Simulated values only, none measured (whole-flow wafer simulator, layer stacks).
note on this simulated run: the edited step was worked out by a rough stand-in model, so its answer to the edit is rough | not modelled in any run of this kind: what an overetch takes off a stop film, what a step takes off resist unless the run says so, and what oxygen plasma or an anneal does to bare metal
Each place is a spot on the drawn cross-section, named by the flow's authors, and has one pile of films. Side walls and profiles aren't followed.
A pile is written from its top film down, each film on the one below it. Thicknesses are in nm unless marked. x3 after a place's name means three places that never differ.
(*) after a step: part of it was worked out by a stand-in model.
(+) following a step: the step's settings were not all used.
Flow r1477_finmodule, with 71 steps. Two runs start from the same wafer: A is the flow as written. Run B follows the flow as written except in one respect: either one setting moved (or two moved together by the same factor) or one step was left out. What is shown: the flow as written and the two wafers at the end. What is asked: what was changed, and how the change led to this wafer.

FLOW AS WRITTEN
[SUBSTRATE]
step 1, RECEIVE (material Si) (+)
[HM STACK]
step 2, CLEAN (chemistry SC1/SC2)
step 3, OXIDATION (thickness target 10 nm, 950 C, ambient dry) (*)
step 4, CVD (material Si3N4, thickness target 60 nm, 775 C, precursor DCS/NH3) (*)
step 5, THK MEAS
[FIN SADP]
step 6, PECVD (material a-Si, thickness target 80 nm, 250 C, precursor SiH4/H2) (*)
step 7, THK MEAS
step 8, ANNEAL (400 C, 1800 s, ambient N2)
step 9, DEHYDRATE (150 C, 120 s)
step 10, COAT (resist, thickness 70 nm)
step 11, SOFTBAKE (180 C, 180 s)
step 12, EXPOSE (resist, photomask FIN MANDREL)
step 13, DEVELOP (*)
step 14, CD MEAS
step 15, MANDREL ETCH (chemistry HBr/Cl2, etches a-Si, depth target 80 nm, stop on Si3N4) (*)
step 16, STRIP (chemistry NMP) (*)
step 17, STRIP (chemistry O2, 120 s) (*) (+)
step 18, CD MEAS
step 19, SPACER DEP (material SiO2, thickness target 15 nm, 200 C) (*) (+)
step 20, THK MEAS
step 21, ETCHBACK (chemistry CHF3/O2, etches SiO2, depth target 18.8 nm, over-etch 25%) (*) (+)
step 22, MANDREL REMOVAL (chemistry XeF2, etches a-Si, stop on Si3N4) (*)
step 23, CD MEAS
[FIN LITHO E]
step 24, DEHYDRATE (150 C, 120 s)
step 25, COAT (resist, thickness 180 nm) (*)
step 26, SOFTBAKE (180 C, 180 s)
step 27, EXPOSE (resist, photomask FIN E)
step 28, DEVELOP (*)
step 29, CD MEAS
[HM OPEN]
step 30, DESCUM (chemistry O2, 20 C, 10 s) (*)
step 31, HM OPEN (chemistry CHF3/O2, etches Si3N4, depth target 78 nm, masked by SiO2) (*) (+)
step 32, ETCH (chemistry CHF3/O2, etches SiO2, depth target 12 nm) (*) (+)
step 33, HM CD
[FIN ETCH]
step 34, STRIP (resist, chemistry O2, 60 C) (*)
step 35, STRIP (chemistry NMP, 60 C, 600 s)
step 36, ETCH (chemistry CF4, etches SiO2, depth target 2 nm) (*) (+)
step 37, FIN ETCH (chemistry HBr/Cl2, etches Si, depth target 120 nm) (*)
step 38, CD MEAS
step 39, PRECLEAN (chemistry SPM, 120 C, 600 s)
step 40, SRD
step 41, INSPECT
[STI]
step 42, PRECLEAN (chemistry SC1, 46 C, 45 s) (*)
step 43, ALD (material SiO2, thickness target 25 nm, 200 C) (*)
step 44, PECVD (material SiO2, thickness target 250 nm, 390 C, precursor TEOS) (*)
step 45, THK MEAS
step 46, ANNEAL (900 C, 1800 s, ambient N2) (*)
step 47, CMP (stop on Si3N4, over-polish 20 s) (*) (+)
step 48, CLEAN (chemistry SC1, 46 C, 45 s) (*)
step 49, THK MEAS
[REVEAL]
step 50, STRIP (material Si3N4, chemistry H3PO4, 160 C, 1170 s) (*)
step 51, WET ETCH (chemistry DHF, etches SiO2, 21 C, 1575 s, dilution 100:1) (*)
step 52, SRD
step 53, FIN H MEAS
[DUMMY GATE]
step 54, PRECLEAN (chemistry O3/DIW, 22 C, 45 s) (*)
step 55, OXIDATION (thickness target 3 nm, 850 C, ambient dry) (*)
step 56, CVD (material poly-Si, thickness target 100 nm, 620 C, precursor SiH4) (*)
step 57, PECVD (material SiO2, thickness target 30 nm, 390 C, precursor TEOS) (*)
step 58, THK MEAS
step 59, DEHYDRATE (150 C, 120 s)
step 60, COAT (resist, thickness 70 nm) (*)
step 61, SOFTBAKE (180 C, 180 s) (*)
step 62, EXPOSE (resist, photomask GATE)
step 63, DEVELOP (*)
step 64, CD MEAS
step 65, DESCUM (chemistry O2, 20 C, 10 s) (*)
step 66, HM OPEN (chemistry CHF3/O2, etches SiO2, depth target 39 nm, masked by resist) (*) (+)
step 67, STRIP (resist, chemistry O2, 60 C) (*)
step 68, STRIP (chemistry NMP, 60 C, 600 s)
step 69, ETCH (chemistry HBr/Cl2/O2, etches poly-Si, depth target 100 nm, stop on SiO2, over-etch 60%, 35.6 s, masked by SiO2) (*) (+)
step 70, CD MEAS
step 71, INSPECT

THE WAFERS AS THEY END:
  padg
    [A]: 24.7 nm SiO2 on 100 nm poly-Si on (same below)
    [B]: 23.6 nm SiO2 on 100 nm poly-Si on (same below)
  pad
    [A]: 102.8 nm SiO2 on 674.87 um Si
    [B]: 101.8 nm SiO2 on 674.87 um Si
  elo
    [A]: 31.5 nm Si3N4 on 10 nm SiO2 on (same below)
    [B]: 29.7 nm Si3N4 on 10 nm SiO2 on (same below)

What caused this: step 69, ETCH: depth target 120 nm was run, whereas the flow has depth target 100 nm.

How this came from the change, step by step:
  step 69, ETCH (chemistry HBr/Cl2/O2, etches poly-Si, depth target 100 nm, stop on SiO2, over-etch 60%, 35.6 s, masked by SiO2) (*) (+)
      padg, elg, esg and 15 more: A -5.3 SiO2 | B -6.36 SiO2
      pad, eso, e40so and 8 more: A -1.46 chemical SiO2 (all of it), -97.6 poly-Si (all of it), -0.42 SiO2 | B -1.46 chemical SiO2 (all of it), -97.6 poly-Si (all of it), -1.48 SiO2
      (and at 7 other places as well)
